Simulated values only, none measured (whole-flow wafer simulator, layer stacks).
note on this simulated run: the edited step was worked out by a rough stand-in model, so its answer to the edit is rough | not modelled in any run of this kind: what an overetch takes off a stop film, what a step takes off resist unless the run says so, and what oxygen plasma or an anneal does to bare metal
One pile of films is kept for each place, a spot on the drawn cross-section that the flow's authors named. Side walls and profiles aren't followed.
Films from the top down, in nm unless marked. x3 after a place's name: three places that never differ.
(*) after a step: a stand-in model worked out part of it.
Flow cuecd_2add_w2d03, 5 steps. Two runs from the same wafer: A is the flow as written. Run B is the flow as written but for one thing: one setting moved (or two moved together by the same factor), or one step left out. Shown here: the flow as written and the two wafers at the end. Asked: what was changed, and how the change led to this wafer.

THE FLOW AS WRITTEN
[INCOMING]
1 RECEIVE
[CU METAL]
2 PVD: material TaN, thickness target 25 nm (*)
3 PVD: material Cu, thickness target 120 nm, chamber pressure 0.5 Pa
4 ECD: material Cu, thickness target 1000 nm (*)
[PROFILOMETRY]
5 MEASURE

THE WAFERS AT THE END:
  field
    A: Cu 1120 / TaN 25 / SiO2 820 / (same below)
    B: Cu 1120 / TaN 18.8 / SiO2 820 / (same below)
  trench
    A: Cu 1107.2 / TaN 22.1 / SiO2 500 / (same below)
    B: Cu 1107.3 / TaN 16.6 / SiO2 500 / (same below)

The cause: step 2, PVD: thickness target 18.8 nm was run, where the flow has thickness target 25 nm.
It can be read off the wafer: field has TaN 18.8, and step 2 as written asks for 25 nm.

How the change led to this, step by step:
  2 PVD: material TaN, thickness target 25 nm (*)
      field: A TaN +25 (new film) | B TaN +18.8 (new film)
      trench: A TaN +22.1 (new film) | B TaN +16.6 (new film)
